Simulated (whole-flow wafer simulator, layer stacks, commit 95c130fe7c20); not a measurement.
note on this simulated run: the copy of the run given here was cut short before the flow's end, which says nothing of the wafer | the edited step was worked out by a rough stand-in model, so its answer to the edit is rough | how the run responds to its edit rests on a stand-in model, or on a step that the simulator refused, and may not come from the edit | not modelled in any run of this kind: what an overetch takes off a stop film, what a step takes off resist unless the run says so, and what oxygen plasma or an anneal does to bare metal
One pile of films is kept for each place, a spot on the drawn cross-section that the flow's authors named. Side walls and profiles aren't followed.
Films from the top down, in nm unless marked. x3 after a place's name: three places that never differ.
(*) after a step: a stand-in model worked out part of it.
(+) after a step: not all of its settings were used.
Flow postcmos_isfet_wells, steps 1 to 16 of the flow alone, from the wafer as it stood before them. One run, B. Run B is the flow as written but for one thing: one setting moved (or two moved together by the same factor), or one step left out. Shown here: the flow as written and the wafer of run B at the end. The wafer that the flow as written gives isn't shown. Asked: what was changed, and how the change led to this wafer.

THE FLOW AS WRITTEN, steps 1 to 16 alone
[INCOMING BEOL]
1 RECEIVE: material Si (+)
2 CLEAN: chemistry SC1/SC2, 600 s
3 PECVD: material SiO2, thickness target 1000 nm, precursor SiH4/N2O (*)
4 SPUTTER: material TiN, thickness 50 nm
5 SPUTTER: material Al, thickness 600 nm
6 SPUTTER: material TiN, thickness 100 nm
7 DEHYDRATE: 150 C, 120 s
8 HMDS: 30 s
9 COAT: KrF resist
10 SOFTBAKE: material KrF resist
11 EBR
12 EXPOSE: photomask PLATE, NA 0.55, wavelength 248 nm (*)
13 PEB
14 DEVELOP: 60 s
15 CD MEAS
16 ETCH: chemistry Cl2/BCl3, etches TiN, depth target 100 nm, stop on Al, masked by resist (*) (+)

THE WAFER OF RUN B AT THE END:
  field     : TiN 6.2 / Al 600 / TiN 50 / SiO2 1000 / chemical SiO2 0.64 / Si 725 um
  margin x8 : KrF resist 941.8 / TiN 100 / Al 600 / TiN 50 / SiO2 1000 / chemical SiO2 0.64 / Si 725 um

The cause: step 16, ETCH: depth target 93.8 nm was run, where the flow has depth target 100 nm.

How the change led to this, step by step:
  16 ETCH: chemistry Cl2/BCl3, etches TiN, depth target 100 nm, stop on Al, masked by resist (*) (+)
      field: TiN -93.8 (as written it would be: TiN -100 (all of it))
      margin x8: KrF resist -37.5 (as written it would be: KrF resist -40)
